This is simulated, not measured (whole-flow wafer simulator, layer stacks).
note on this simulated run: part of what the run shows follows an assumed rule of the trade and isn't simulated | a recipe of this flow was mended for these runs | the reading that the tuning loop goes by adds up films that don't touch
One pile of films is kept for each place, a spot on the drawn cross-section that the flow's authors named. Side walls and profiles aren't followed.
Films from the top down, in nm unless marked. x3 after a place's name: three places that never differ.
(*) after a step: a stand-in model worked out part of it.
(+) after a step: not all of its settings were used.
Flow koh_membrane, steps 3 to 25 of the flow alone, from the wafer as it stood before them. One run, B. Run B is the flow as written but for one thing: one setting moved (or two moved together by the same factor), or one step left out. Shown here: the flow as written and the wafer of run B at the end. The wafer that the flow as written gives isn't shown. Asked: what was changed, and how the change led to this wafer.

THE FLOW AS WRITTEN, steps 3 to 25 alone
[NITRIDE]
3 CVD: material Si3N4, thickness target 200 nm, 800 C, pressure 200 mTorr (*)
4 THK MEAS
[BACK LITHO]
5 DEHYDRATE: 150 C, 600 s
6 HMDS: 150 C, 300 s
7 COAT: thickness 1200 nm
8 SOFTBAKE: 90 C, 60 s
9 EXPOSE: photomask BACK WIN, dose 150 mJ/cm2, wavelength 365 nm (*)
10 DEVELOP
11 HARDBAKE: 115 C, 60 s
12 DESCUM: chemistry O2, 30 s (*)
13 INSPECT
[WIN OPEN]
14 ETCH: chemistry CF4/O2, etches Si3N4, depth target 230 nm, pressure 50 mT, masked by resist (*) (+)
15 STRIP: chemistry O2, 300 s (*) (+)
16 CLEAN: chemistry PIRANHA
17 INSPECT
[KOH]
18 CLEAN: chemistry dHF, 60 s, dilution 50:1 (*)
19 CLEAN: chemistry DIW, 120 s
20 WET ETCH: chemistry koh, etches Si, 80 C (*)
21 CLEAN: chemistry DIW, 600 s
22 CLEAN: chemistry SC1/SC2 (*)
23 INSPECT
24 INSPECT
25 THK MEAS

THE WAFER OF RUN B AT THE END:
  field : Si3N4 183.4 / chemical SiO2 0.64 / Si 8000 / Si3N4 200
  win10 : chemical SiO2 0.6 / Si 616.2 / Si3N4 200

The cause: step 3, CVD: thickness target 185 nm was run, where the flow has thickness target 200 nm.

How the change led to this, step by step:
  3 CVD: material Si3N4, thickness target 200 nm, 800 C, pressure 200 mTorr (*)
      field, win20 x4, win10: Si3N4 +185 (new film) (as written it would be: Si3N4 +200 (new film))
  14 ETCH: chemistry CF4/O2, etches Si3N4, depth target 230 nm, pressure 50 mT, masked by resist (*) (+)
      win20 x4, win10: Si3N4 -185 (all of it), chemical SiO2 -0.64 (all of it), Si -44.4 (as written it would be: Si3N4 -200 (all of it), chemical SiO2 -0.64 (all of it), Si -29.4)
